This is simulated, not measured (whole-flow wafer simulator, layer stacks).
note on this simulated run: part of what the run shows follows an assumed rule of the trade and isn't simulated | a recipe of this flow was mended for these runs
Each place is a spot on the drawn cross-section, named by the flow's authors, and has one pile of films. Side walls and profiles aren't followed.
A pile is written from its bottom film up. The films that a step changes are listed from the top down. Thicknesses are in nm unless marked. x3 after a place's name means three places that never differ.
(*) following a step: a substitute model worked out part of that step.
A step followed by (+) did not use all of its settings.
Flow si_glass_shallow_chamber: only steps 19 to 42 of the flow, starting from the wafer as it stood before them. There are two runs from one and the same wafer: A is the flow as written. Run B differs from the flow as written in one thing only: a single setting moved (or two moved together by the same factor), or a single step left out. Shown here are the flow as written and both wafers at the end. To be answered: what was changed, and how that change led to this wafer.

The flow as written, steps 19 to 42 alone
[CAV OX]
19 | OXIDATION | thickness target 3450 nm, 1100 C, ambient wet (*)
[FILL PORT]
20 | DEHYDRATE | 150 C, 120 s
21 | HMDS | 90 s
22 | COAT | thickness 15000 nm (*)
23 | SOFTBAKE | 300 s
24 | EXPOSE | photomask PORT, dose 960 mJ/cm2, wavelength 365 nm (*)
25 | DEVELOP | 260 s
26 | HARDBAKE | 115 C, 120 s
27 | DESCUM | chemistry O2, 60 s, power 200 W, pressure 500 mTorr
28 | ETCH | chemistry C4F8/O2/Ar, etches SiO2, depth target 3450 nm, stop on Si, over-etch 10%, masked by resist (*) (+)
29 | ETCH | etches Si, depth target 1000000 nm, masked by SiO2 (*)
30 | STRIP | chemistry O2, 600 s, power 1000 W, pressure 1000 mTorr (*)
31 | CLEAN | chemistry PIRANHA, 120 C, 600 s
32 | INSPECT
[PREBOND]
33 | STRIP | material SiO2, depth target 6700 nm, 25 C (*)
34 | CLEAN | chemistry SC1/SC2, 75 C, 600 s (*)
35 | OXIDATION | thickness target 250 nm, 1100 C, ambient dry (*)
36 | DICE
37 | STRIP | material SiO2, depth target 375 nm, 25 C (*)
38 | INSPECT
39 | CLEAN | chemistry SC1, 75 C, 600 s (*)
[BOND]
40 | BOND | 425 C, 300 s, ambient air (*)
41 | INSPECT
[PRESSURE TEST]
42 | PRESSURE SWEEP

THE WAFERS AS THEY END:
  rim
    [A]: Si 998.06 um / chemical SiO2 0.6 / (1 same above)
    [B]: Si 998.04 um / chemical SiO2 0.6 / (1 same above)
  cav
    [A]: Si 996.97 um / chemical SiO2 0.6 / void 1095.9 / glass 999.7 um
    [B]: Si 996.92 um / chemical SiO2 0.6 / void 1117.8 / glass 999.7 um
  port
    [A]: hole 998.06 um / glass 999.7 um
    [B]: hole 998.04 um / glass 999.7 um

The reason: step 19, OXIDATION: 1112 C was run, whereas the flow has 1100 C.

Step by step, how the change led to this:
  19 | OXIDATION | thickness target 3450 nm, 1100 C, ambient wet (*)
      rim, ramp, septum, ring: A +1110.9 SiO2, -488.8 Si | B +1171.5 SiO2, -515.5 Si
      cav, port: A +3450 SiO2 (new film), -0.6 chemical SiO2 (all of it), -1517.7 Si | B +3560.4 SiO2 (new film), -0.6 chemical SiO2 (all of it), -1566.3 Si
  22 | COAT | thickness 15000 nm (*)
      rim: A +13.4 um thick-i-line-resist (new film) | B +13.41 um thick-i-line-resist (new film)
      ramp: A +12.89 um thick-i-line-resist (new film) | B +12.91 um thick-i-line-resist (new film)
      (also at 1 further place)
  25 | DEVELOP | 260 s
      port: A -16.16 um thick-i-line-resist (all of it) | B -16.15 um thick-i-line-resist (all of it)
  28 | ETCH | chemistry C4F8/O2/Ar, etches SiO2, depth target 3450 nm, stop on Si, over-etch 10%, masked by resist (*) (+)
      port: A -3450 SiO2 (all of it), -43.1 Si | B -3560.4 SiO2 (all of it), -29.3 Si
  29 | ETCH | etches Si, depth target 1000000 nm, masked by SiO2 (*)
      rim, ramp: A -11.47 um thick-i-line-resist (all of it), -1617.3 SiO2 | B -11.49 um thick-i-line-resist (all of it), -1607.1 SiO2
      port: A +997.05 um hole (new film), -997.05 um Si (all of it) | B +997.01 um hole (new film), -997.01 um Si (all of it)
      (also at 1 further place)
  33 | STRIP | material SiO2, depth target 6700 nm, 25 C (*)
      cav: A -3450 SiO2 (all of it) | B -3560.4 SiO2 (all of it)
